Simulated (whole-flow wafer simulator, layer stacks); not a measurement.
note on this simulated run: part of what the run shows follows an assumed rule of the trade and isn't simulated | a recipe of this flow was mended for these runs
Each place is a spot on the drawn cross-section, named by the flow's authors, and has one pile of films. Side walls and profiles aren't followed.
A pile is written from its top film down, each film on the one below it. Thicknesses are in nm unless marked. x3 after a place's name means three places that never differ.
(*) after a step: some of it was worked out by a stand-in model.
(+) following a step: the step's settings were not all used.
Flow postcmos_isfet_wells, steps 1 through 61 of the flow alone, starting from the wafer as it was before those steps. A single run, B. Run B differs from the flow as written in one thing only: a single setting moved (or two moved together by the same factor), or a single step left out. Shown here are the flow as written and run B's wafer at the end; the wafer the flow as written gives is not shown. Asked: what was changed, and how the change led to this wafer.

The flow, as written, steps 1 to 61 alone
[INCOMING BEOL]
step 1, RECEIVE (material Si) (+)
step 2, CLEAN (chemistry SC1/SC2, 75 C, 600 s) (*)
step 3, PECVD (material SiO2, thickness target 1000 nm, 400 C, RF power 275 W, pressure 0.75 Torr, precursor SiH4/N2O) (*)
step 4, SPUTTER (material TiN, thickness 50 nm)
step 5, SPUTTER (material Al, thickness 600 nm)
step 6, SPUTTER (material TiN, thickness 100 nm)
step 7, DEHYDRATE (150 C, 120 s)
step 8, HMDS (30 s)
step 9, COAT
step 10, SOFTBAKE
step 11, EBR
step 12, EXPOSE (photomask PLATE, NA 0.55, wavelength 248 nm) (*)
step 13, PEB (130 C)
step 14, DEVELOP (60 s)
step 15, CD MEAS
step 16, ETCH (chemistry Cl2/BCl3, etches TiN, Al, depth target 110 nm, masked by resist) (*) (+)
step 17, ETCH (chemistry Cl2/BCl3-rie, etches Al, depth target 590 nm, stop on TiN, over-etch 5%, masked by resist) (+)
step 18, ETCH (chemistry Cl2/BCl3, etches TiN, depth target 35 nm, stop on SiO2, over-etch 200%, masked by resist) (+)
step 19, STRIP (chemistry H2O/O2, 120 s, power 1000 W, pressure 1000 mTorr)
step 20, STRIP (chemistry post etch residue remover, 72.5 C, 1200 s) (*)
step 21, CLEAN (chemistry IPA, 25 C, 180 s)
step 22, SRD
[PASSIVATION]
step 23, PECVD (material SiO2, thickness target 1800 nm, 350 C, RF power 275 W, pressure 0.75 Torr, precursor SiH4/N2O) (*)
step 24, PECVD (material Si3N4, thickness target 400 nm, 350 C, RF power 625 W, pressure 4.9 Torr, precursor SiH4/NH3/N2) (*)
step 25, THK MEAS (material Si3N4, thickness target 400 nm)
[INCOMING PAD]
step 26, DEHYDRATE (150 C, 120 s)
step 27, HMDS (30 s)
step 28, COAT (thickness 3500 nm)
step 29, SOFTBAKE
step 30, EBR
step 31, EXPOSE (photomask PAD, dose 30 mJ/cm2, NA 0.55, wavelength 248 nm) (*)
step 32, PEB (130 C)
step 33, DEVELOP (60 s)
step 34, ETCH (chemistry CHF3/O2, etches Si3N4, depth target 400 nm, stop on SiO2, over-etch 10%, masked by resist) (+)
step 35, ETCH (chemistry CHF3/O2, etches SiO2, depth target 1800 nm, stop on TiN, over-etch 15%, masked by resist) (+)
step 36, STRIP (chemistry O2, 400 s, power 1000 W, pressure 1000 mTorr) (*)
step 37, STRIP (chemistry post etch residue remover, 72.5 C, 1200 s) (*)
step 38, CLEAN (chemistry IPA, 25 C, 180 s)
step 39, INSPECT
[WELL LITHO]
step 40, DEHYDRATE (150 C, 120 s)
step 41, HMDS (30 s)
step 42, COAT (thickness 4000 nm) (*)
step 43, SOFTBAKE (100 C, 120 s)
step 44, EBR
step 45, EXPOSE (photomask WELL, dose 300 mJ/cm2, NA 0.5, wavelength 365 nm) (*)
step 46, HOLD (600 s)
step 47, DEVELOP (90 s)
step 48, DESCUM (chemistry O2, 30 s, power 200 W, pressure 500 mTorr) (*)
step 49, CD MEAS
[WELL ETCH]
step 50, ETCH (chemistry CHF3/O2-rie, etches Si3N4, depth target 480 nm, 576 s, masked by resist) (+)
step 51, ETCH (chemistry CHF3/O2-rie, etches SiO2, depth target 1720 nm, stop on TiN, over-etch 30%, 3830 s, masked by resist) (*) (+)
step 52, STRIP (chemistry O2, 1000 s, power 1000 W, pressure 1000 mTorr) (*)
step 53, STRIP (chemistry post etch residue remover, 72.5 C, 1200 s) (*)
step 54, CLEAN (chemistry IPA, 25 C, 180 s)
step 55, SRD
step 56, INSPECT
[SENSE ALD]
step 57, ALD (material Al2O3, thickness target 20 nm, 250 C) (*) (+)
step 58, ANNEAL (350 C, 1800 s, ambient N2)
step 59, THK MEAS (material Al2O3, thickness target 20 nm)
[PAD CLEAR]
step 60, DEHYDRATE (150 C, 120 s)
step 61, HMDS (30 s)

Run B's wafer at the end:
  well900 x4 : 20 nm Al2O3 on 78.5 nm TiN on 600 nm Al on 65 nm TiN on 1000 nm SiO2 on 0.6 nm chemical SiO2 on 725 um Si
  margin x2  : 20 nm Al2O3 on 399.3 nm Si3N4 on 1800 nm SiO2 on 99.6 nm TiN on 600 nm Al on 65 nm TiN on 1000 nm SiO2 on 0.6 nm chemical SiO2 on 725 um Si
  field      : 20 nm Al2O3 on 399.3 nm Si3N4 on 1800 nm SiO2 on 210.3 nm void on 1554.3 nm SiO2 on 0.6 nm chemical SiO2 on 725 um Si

Cause: step 4, SPUTTER: thickness 65 nm was run, though the flow has thickness 50 nm.
One can read it off the wafer: well900 x4 has TiN 65, and step 4 as written asks for 50 nm.

Step by step, how the change led to this:
  step 4, SPUTTER (material TiN, thickness 50 nm)
      field, margin x2, well900 x4, pad_clr, pad_open: +65 TiN (new film) (it would be, as written: +50 TiN (new film))
  step 18, ETCH (chemistry Cl2/BCl3, etches TiN, depth target 35 nm, stop on SiO2, over-etch 200%, masked by resist) (+)
      margin x2, well900 x4, pad_clr, pad_open: -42 thick-KrF-resist (it would be, as written: -37.9 thick-KrF-resist)
      field: -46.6 TiN (all of it), -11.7 SiO2 (it would be, as written: -31.6 TiN (all of it), -14.7 SiO2)
  step 23, PECVD (material SiO2, thickness target 1800 nm, 350 C, RF power 275 W, pressure 0.75 Torr, precursor SiH4/N2O) (*)
      field: +1800 SiO2 (new film), +210.3 void (new film), +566 SiO2 (it would be, as written: +1800 SiO2 (new film), +201.1 void (new film), +563.2 SiO2)
